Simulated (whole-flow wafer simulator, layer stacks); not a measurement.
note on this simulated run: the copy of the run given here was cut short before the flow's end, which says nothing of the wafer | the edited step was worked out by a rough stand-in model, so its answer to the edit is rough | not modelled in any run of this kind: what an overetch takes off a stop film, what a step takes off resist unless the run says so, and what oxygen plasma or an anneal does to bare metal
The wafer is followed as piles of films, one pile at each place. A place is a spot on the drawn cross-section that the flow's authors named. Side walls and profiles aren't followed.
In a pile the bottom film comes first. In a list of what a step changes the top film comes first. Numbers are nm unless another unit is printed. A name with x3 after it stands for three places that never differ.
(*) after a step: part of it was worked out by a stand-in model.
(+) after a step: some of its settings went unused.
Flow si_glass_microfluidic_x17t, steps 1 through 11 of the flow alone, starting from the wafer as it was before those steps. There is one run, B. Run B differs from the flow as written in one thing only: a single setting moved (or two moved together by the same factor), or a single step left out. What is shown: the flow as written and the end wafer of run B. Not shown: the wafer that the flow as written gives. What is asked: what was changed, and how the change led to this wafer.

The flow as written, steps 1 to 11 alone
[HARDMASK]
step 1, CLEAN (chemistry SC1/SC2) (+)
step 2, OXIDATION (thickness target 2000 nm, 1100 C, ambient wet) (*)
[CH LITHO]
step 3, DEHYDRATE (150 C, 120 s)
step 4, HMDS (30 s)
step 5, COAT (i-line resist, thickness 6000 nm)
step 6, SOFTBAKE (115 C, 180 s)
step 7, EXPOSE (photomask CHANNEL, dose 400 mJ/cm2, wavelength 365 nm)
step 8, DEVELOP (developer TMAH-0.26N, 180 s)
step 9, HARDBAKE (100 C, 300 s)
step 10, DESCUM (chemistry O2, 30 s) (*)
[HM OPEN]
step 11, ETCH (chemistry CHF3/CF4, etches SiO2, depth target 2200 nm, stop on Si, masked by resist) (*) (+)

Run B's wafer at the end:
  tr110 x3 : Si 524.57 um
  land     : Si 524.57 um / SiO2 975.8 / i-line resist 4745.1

What caused this: step 2, OXIDATION: 935 C was run, though the flow has 1100 C.

The path from the change to this, step by step:
  step 2, OXIDATION (thickness target 2000 nm, 1100 C, ambient wet) (*)
      land, tr110 x3: +975.8 SiO2 (new film), -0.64 chemical SiO2 (all of it), -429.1 Si (in the flow as written it would be: +2000 SiO2 (new film), -0.64 chemical SiO2 (all of it), -879.7 Si)
  step 11, ETCH (chemistry CHF3/CF4, etches SiO2, depth target 2200 nm, stop on Si, masked by resist) (*) (+)
      tr110 x3: -975.8 SiO2 (all of it) (in the flow as written it would be: -2000 SiO2 (all of it))
      land: -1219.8 i-line resist (in the flow as written it would be: -1833.3 i-line resist)
